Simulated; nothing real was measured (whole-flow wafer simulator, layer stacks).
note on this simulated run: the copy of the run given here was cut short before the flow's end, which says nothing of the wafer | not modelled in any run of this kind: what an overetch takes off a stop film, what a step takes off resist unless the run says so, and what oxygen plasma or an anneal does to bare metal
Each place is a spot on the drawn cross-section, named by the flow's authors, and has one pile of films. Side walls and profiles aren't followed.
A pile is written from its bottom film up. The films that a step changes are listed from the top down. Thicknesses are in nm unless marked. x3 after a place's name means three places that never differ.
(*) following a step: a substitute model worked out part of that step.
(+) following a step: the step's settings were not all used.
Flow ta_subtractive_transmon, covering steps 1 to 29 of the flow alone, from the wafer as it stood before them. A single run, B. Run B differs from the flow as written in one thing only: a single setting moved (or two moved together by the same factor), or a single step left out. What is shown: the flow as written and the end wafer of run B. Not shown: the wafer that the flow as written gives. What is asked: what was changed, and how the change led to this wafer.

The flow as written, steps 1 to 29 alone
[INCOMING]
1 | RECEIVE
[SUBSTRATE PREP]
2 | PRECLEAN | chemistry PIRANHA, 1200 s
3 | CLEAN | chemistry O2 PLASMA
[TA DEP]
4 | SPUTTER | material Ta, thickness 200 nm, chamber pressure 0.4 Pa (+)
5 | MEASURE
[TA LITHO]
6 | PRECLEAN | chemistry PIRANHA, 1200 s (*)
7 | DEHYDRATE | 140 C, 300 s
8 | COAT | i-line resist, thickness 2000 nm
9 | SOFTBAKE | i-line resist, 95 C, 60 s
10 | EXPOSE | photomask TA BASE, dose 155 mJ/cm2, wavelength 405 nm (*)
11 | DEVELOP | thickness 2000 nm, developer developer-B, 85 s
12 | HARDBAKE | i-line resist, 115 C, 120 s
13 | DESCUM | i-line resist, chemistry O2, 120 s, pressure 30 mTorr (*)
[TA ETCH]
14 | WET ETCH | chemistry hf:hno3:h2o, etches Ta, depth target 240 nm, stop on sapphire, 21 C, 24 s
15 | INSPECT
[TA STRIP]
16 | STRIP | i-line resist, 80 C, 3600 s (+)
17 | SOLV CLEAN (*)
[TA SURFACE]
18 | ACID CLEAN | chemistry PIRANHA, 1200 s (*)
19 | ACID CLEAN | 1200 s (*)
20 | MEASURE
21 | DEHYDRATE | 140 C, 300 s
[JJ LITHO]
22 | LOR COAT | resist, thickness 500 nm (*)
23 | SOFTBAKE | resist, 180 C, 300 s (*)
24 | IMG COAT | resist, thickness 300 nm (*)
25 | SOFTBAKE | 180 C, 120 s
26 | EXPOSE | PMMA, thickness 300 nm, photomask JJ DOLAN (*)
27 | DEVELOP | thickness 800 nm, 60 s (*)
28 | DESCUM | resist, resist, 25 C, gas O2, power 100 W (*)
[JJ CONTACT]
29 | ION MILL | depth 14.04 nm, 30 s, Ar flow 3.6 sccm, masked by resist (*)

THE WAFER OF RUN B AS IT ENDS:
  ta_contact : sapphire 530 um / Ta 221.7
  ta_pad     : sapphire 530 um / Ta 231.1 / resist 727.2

What caused this: step 4, SPUTTER: thickness 231.4 nm was run, though the flow has thickness 200 nm.

The path from the change to this, step by step:
  4 | SPUTTER | material Ta, thickness 200 nm, chamber pressure 0.4 Pa (+)
      field x2, jj_line, lead, ta_contact, ta_pad: +231.4 Ta (new film) (in the flow as written it would be: +200 Ta (new film))
  14 | WET ETCH | chemistry hf:hno3:h2o, etches Ta, depth target 240 nm, stop on sapphire, 21 C, 24 s
      field x2, jj_line, lead: -231.4 Ta (all of it) (in the flow as written it would be: -200 Ta (all of it))
